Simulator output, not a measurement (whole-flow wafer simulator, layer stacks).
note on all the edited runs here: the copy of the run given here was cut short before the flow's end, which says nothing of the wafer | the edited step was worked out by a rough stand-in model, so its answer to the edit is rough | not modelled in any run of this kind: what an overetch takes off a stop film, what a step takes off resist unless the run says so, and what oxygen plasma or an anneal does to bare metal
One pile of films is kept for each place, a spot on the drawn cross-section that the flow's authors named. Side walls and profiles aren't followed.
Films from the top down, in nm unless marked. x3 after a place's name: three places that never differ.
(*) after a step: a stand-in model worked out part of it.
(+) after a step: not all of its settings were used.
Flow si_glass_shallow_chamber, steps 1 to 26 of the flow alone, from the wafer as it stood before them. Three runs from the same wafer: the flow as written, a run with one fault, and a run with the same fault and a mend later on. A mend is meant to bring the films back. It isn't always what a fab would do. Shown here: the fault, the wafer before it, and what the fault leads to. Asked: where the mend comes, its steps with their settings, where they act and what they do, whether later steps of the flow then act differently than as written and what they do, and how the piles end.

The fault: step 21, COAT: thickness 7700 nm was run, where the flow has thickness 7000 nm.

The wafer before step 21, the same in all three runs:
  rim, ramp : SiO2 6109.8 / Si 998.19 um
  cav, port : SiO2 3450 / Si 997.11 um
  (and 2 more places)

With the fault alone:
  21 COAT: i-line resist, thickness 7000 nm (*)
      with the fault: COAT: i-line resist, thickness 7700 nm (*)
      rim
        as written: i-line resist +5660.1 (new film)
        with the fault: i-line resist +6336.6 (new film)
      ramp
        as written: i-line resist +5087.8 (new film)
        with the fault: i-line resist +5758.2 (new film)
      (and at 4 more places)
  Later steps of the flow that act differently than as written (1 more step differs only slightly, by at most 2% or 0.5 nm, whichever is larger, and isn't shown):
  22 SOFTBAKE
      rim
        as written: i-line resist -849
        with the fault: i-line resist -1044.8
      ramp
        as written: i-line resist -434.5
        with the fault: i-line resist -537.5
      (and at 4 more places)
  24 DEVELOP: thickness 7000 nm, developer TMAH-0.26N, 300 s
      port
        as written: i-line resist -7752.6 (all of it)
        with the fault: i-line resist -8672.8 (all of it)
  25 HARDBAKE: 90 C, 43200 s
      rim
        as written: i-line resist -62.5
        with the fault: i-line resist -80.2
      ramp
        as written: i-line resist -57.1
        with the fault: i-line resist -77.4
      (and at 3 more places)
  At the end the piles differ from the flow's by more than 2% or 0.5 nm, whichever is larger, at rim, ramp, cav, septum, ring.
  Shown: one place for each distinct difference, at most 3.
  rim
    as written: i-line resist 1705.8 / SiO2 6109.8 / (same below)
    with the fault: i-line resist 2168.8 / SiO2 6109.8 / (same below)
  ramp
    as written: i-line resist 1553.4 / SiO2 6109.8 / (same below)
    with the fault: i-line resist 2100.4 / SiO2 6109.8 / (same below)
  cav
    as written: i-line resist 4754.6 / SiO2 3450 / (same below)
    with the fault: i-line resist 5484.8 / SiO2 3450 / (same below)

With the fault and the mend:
  The mend comes after step 25.
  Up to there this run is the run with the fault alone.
  25a STRIP: chemistry O2, 1800 s (+)
      rim
        i-line resist -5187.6 (all of it)
      ramp
        i-line resist -5119.2 (all of it)
      cav
        i-line resist -8503.5 (all of it)
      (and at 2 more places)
  25b DEHYDRATE: 150 C, 120 s (the flow's step 19 once more)
      changes no film at any place that is followed
  25c HMDS: 90 s (the flow's step 20 once more)
      changes no film at any place that is followed
  25d COAT: i-line resist, thickness 7000 nm (*) (the flow's step 21 once more)
      rim
        i-line resist +5660.1 (new film)
      ramp
        i-line resist +5087.8 (new film)
      cav
        i-line resist +7637.2 (new film)
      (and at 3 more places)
  25e SOFTBAKE (the flow's step 22 once more)
      rim
        i-line resist -849
      ramp
        i-line resist -434.5
      cav
        i-line resist +373.7
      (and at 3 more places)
  25f EXPOSE: photomask PORT, dose 600 mJ/cm2, wavelength 365 nm (*) (the flow's step 23 once more)
      changes no film at any place that is followed
  25g DEVELOP: developer TMAH-0.26N, 300 s (the flow's step 24 once more, with other settings)
      rim, ramp, cav, septum, ring
        i-line resist -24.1
      port
        i-line resist -7752.6 (all of it)
  25h HARDBAKE: 90 C, 43200 s (the flow's step 25 once more)
      rim
        i-line resist -62.5
      ramp
        i-line resist -57.1
      cav
        i-line resist -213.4
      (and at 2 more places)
  No later step of the flow acts differently than as written at any place that is followed.
  At the end the piles are the same as the flow's at every place that both follow.
